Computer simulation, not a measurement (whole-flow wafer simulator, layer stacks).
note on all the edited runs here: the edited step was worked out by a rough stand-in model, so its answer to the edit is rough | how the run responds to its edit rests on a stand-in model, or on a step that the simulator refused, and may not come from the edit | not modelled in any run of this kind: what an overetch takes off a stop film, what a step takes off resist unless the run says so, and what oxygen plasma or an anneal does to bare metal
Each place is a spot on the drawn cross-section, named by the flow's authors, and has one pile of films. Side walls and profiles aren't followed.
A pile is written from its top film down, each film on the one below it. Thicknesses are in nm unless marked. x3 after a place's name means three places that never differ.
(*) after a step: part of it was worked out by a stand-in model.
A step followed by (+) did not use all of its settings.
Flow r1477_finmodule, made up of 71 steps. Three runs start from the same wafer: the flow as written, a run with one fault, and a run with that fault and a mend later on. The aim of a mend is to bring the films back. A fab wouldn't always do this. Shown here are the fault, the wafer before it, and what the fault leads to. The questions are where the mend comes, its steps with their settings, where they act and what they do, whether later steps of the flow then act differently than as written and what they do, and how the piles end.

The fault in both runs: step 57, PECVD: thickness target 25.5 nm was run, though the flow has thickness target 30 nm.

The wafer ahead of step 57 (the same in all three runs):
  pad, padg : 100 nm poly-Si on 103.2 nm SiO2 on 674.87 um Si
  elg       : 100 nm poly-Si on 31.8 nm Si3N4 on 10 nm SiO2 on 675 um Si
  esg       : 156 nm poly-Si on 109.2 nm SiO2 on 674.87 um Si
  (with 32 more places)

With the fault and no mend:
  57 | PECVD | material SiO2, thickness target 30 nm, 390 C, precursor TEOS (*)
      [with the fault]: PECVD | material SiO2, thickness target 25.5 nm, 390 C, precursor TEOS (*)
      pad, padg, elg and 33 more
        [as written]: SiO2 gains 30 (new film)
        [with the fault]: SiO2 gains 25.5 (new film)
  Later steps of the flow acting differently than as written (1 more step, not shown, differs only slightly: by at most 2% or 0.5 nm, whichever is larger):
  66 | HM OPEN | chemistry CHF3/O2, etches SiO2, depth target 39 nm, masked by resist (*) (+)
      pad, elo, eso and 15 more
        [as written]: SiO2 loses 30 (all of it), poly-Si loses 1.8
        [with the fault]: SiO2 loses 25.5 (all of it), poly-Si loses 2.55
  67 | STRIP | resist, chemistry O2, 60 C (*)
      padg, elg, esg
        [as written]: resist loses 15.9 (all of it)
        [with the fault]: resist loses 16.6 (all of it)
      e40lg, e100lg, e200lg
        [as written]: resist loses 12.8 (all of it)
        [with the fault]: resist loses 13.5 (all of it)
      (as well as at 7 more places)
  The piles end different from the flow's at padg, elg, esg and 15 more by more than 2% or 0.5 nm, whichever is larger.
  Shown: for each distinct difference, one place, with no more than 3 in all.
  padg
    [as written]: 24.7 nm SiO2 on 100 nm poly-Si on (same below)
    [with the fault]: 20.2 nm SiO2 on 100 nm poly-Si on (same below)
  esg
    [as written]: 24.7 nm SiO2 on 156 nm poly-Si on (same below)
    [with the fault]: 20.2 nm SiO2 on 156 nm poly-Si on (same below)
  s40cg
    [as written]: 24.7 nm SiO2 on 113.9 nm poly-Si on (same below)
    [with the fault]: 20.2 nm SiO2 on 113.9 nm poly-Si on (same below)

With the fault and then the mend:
  After step 64 comes the mend.
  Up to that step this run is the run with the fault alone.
  64a | STRIP | resist, chemistry O2, 60 C
      padg, elg, esg
        resist loses 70 (all of it)
      e40lg, e100lg, e200lg
        resist loses 66.9 (all of it)
      s40sg, s45sg
        resist loses 91 (all of it)
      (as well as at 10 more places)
  64b | PECVD | material SiO2, thickness target 4.5 nm, 390 C, precursor TEOS (*) (the flow's step 57 again, with other settings)
      pad, padg, elg and 33 more
        SiO2 gains 4.5
  64c | COAT | resist, thickness 70 nm (*) (the flow's step 60 again)
      e40lg, e100lg, e200lg, elo, e40lo, e100lo, e200lo
        resist gains 66.9 (new film)
      pad, padg, elg, esg
        resist gains 70 (new film)
      s40sg, s45sg, s40so, s45so
        resist gains 91 (new film)
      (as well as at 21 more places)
  64d | SOFTBAKE | 180 C, 180 s (*) (the flow's step 61 again)
      does not change any film at any place that is followed
  64e | EXPOSE | resist, photomask GATE (the flow's step 62 again)
      does not change any film at any place that is followed
  64f | DEVELOP (*) (the flow's step 63 again)
      elo, e40lo, e100lo, e200lo
        resist loses 66.9 (all of it)
      eso, e40so
        resist loses 129.5 (all of it)
      s40so, s45so
        resist loses 91 (all of it)
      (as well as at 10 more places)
  Every later step of the flow that is run acts as written at every place that is followed.
  The piles end the same as the flow's at every place that both follow.
